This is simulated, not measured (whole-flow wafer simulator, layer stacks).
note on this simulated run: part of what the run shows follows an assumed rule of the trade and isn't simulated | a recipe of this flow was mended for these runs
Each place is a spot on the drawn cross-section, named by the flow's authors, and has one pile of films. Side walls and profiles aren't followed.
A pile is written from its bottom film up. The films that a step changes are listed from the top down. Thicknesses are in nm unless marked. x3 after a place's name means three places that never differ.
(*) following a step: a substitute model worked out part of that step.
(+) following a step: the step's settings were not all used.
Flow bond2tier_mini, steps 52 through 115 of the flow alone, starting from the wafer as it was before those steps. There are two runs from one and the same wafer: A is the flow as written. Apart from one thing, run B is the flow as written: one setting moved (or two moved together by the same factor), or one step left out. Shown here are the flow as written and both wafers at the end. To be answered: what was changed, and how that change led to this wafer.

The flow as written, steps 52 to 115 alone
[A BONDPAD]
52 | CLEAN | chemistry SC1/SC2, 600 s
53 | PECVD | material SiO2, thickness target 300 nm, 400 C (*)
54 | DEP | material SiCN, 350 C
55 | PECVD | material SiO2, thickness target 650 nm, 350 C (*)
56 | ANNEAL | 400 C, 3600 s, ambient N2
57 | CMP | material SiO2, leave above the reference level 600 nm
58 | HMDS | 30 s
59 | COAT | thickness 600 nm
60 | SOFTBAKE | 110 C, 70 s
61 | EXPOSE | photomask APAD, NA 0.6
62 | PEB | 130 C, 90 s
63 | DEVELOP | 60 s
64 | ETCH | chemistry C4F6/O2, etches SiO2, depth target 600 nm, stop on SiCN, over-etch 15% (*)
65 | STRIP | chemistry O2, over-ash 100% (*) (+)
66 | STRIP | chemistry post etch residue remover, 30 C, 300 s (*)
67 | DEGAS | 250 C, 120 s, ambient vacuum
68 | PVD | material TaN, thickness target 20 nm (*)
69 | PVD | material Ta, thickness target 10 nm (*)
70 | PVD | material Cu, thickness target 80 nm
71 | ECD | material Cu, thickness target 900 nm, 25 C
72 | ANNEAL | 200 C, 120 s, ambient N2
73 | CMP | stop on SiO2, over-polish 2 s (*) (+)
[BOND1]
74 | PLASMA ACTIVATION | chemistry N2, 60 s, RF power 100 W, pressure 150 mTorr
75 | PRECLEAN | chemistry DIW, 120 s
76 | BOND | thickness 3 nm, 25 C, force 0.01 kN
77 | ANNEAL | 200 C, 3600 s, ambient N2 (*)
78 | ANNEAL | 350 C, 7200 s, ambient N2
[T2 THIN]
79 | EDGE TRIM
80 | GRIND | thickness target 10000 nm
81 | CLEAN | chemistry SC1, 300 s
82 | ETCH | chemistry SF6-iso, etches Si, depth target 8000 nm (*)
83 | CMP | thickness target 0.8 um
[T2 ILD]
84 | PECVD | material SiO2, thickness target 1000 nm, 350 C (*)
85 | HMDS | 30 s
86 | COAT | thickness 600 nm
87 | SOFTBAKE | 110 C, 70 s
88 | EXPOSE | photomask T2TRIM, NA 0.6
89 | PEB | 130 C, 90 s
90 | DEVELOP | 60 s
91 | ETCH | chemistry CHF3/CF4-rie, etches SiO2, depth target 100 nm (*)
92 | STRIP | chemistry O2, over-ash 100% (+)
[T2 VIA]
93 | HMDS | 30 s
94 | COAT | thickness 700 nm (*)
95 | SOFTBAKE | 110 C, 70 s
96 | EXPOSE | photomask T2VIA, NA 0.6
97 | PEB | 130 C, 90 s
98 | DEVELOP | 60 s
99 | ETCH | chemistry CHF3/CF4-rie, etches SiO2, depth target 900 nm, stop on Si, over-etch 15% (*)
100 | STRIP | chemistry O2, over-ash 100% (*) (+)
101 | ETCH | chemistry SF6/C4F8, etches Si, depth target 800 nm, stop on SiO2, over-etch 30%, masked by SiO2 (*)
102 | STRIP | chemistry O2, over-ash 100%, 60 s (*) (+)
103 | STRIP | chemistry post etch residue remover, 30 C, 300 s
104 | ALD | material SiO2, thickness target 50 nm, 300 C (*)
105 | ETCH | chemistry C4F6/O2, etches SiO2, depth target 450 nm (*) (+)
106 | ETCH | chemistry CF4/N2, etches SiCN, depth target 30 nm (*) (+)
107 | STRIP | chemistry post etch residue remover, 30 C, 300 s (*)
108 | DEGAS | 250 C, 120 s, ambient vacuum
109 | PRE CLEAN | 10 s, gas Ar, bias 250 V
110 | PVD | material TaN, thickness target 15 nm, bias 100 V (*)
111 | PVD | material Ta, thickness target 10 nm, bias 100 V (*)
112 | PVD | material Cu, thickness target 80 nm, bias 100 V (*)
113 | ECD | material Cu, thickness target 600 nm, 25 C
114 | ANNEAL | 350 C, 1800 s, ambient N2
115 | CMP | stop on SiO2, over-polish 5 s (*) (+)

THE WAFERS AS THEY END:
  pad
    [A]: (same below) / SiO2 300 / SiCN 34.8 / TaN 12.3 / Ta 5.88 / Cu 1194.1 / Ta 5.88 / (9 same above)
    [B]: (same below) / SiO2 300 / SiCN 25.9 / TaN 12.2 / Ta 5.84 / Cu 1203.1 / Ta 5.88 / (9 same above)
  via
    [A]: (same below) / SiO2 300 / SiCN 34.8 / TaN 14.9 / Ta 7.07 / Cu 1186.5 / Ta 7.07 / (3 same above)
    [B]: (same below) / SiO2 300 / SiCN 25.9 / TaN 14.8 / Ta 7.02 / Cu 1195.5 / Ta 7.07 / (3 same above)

The reason: step 64, ETCH: over-etch 23.8% was run, whereas the flow has over-etch 15%.

How this came from the change, step by step:
  64 | ETCH | chemistry C4F6/O2, etches SiO2, depth target 600 nm, stop on SiCN, over-etch 15% (*)
      pad, via: A SiO2 loses 600 (all of it), SiCN loses 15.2 | B SiO2 loses 600 (all of it), SiCN loses 24.1
      field: A thick-KrF-resist loses 115 | B thick-KrF-resist loses 123.8
